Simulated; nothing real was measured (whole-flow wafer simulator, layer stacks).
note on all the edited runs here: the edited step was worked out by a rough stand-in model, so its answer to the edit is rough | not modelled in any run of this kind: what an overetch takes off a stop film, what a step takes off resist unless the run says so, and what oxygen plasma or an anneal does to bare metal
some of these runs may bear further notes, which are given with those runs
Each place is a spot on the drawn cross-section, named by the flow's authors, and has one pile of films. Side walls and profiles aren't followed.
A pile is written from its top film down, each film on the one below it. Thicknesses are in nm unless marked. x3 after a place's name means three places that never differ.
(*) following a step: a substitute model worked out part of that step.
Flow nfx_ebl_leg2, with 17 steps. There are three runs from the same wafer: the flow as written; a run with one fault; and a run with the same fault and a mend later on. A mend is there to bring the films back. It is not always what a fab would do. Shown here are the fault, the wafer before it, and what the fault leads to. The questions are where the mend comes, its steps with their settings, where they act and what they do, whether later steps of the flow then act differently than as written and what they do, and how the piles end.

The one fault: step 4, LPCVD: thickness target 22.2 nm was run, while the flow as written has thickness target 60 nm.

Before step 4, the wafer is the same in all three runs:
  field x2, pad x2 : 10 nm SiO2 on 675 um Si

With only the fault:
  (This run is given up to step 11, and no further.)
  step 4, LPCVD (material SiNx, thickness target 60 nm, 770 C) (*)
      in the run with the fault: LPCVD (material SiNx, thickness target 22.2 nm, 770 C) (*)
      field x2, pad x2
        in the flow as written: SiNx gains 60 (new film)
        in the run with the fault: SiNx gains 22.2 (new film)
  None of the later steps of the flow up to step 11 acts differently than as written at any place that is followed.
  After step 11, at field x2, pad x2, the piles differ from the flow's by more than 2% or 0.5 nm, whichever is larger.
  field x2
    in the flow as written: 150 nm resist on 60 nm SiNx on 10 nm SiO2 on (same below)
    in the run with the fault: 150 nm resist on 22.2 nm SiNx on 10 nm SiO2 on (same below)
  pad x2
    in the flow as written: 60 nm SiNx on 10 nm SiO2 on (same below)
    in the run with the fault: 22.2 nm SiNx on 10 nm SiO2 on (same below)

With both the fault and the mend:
  The mend follows step 5.
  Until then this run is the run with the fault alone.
  step 5a, ETCH (chemistry h3po4, depth target 25.53 nm)
      field x2, pad x2
        SiNx loses 22.2 (all of it)
  step 5b, CLEAN (chemistry SC1/SC2) (the flow's step 2 again)
      leaves every film unchanged at each place that is followed
  step 5c, LPCVD (material SiNx, thickness target 60 nm, 770 C) (*) (the flow's step 4 again)
      field x2, pad x2
        SiNx gains 60 (new film)
  None of the later steps of the flow acts differently than as written at any place that is followed.
  The piles end the same as the flow's at every place that both follow.
